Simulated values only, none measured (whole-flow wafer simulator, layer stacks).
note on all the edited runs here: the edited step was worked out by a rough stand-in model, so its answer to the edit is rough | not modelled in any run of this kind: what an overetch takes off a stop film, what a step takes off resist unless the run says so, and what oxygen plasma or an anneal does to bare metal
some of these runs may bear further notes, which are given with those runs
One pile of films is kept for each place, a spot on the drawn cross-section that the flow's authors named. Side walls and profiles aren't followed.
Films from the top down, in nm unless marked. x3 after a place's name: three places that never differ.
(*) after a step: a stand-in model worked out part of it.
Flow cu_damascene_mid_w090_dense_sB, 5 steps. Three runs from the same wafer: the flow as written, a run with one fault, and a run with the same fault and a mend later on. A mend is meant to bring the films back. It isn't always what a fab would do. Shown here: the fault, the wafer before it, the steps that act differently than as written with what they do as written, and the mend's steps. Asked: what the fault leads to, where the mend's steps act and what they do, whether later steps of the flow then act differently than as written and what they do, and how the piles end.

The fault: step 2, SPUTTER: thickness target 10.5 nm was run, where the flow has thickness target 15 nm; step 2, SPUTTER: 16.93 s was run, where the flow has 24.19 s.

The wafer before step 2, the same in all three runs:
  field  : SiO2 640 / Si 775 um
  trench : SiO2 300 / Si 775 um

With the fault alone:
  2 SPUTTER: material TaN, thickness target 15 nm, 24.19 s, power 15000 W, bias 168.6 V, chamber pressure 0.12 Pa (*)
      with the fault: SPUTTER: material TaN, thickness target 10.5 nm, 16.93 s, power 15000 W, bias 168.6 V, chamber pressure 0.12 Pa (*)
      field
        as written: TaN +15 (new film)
        with the fault: TaN +10.5 (new film)
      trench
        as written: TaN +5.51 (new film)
        with the fault: TaN +3.86 (new film)
  No later step of the flow acts differently than as written, at any place that is followed, by more than 2% or 0.5 nm, whichever is larger.
  At the end the piles differ from the flow's by more than 2% or 0.5 nm, whichever is larger, at field, trench.
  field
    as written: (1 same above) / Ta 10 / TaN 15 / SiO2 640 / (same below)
    with the fault: (1 same above) / Ta 10 / TaN 10.5 / SiO2 640 / (same below)
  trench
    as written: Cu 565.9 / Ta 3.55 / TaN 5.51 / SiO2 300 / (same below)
    with the fault: Cu 563 / Ta 3.61 / TaN 3.86 / SiO2 300 / (same below)

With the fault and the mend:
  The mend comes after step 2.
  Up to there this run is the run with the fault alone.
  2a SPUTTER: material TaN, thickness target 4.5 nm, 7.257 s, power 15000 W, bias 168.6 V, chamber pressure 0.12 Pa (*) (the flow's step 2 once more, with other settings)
      field
        TaN +4.5
      trench
        TaN +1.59
  No later step of the flow acts differently than as written, at any place that is followed, by more than 2% or 0.5 nm, whichever is larger.
  At the end the piles differ from the flow's only slightly at the places that both follow, by at most 2% or 0.5 nm, whichever is larger.
